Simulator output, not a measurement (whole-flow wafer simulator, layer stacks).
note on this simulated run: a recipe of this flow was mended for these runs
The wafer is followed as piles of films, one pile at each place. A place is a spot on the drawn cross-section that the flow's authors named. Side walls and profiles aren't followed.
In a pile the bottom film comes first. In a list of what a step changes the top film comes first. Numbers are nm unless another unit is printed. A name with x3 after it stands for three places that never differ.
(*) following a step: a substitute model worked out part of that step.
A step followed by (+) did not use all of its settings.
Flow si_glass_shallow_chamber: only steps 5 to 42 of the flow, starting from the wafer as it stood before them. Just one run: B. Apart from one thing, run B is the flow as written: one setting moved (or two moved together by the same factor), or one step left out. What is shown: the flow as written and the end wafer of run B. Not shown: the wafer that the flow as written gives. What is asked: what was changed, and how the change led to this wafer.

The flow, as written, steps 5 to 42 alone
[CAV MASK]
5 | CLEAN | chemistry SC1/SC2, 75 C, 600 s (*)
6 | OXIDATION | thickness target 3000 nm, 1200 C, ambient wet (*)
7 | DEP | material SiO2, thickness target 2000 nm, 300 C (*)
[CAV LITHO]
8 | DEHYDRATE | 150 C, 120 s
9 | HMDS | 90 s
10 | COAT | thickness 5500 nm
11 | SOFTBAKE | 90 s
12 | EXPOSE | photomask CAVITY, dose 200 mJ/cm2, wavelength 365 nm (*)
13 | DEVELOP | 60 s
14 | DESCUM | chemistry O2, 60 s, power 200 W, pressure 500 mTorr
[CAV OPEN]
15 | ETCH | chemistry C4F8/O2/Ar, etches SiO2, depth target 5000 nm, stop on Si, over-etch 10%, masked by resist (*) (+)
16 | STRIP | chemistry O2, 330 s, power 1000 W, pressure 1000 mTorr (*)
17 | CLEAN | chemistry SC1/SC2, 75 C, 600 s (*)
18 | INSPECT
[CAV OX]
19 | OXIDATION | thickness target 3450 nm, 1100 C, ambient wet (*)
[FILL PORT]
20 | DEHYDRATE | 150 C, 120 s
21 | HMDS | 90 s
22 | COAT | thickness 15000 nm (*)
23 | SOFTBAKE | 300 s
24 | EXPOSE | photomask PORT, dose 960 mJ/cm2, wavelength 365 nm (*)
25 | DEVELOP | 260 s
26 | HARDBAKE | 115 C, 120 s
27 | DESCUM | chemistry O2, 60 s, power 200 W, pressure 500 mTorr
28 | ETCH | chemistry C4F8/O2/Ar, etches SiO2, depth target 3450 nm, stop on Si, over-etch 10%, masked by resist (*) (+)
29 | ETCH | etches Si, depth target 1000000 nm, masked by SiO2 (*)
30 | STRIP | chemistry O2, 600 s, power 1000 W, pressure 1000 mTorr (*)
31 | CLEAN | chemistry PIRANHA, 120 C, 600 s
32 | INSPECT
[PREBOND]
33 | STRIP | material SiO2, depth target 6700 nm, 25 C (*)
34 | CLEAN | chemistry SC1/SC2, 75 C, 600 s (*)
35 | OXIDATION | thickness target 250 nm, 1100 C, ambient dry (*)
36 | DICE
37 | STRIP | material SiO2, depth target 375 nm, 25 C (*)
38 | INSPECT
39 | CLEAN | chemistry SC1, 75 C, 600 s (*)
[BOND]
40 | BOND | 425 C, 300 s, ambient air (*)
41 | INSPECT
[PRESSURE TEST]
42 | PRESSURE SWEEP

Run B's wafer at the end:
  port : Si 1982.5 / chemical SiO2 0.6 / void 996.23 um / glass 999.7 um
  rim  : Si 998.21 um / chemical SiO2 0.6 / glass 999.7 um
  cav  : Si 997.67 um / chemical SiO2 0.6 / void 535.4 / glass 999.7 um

The reason: step 7, DEP: thickness target 4550 nm was run, while the flow as written has thickness target 2000 nm.

The path from the change to this, step by step:
  7 | DEP | material SiO2, thickness target 2000 nm, 300 C (*)
      rim, ramp, cav, port, septum, ring: +4550 SiO2 (as written it would have been: +2000 SiO2)
  15 | ETCH | chemistry C4F8/O2/Ar, etches SiO2, depth target 5000 nm, stop on Si, over-etch 10%, masked by resist (*) (+)
      cav, port: -5500 SiO2 (as written it would have been: -5000 SiO2 (all of it), -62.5 Si)
  16 | STRIP | chemistry O2, 330 s, power 1000 W, pressure 1000 mTorr (*)
      cav, port: nothing (as written it would have been: +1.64 chemical SiO2 (new film), -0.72 Si)
  17 | CLEAN | chemistry SC1/SC2, 75 C, 600 s (*)
      cav, port: -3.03 SiO2 (as written it would have been: -1.04 chemical SiO2, -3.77 Si)
  19 | OXIDATION | thickness target 3450 nm, 1100 C, ambient wet (*)
      cav, port: +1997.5 SiO2, -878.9 Si (as written it would have been: +3450 SiO2 (new film), -0.6 chemical SiO2 (all of it), -1517.7 Si)
      rim, ramp, septum, ring: +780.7 SiO2, -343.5 Si (as written it would have been: +1110.9 SiO2, -488.8 Si)
  22 | COAT | thickness 15000 nm (*)
      rim: +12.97 um thick-i-line-resist (new film) (as written it would have been: +13.4 um thick-i-line-resist (new film))
      ramp: +12.32 um thick-i-line-resist (new film) (as written it would have been: +12.89 um thick-i-line-resist (new film))
      (as well as at 4 more places)
  23 | SOFTBAKE | 300 s
      rim: -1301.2 thick-i-line-resist (as written it would have been: -997 thick-i-line-resist)
      ramp: -651.6 thick-i-line-resist (as written it would have been: -487.1 thick-i-line-resist)
      (as well as at 4 more places)
  25 | DEVELOP | 260 s
      port: -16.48 um thick-i-line-resist (all of it) (as written it would have been: -16.16 um thick-i-line-resist (all of it))
  26 | HARDBAKE | 115 C, 120 s
      rim, ramp: -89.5 thick-i-line-resist (as written it would have been: -98.2 thick-i-line-resist)
      cav: -151.7 thick-i-line-resist (as written it would have been: -147.1 thick-i-line-resist)
  28 | ETCH | chemistry C4F8/O2/Ar, etches SiO2, depth target 3450 nm, stop on Si, over-etch 10%, masked by resist (*) (+)
      port: -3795 SiO2 (as written it would have been: -3450 SiO2 (all of it), -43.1 Si)
  29 | ETCH | etches Si, depth target 1000000 nm, masked by SiO2 (*)
      port: -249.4 SiO2 (all of it), -995.69 um Si (as written it would have been: +997.05 um hole (new film), -997.05 um Si (all of it))
      rim, ramp: -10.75 um thick-i-line-resist (all of it), -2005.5 SiO2 (as written it would have been: -11.47 um thick-i-line-resist (all of it), -1617.3 SiO2)
      (as well as at 2 more places)
  30 | STRIP | chemistry O2, 600 s, power 1000 W, pressure 1000 mTorr (*)
      port: +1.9 chemical SiO2 (new film), -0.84 Si (as written it would have been: nothing)
      cav: -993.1 thick-i-line-resist (all of it) (as written it would have been: -669.6 thick-i-line-resist (all of it))
  33 | STRIP | material SiO2, depth target 6700 nm, 25 C (*)
      port: -1.9 chemical SiO2 (all of it) (as written it would have been: nothing)
      rim, ramp: -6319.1 SiO2 (all of it) (as written it would have been: -4487.5 SiO2 (all of it))
      (as well as at 3 more places)
  34 | CLEAN | chemistry SC1/SC2, 75 C, 600 s (*)
      port: +0.6 chemical SiO2 (new film), -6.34 Si (as written it would have been: nothing)
  35 | OXIDATION | thickness target 250 nm, 1100 C, ambient dry (*)
      port: +250 SiO2 (new film), -0.6 chemical SiO2 (all of it), -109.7 Si (as written it would have been: nothing)
  37 | STRIP | material SiO2, depth target 375 nm, 25 C (*)
      port: -250 SiO2 (all of it) (as written it would have been: nothing)
  ... and 1 more step ...
  40 | BOND | 425 C, 300 s, ambient air (*)
      port: +999.7 um glass (new film), +996.23 um void (new film) (as written it would have been: +999.7 um glass (new film), +1017.3 hole)
      cav: +999.7 um glass (new film), +535.4 void (new film) (as written it would have been: +999.7 um glass (new film), +1095.9 void (new film))
